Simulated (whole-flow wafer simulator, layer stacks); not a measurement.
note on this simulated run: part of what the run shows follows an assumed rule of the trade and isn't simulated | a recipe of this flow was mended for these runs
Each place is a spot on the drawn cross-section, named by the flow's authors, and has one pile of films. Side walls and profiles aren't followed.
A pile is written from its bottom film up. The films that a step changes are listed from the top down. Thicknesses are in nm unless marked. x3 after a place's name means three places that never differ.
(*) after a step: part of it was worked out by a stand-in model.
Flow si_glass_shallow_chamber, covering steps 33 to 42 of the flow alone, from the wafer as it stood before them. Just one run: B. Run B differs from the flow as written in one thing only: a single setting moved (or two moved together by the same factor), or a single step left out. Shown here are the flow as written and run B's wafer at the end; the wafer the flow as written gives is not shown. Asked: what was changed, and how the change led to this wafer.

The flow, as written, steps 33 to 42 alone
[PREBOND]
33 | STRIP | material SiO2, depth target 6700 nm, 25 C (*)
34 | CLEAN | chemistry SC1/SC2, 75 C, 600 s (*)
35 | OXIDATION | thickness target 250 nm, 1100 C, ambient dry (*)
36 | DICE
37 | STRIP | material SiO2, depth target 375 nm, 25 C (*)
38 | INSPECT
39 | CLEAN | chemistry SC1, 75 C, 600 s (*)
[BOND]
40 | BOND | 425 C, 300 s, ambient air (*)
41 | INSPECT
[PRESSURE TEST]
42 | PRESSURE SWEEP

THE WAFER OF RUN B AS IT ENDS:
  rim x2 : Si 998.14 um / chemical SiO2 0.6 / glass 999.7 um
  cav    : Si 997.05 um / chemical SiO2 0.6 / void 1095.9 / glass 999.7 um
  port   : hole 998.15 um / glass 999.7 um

What caused this: step 35, OXIDATION: 935 C was run, though the flow has 1100 C.

How this came from the change, step by step:
  35 | OXIDATION | thickness target 250 nm, 1100 C, ambient dry (*)
      rim x2, cav, septum, ring: SiO2 gains 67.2 (new film), chemical SiO2 loses 0.6 (all of it), Si loses 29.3 (as written it would have been: SiO2 gains 250 (new film), chemical SiO2 loses 0.6 (all of it), Si loses 109.7)
  37 | STRIP | material SiO2, depth target 375 nm, 25 C (*)
      rim x2, cav, septum, ring: SiO2 loses 67.2 (all of it) (as written it would have been: SiO2 loses 250 (all of it))
  40 | BOND | 425 C, 300 s, ambient air (*)
      port: glass gains 999.7 um (new film), hole gains 1097.7 (as written it would have been: glass gains 999.7 um (new film), hole gains 1017.3)
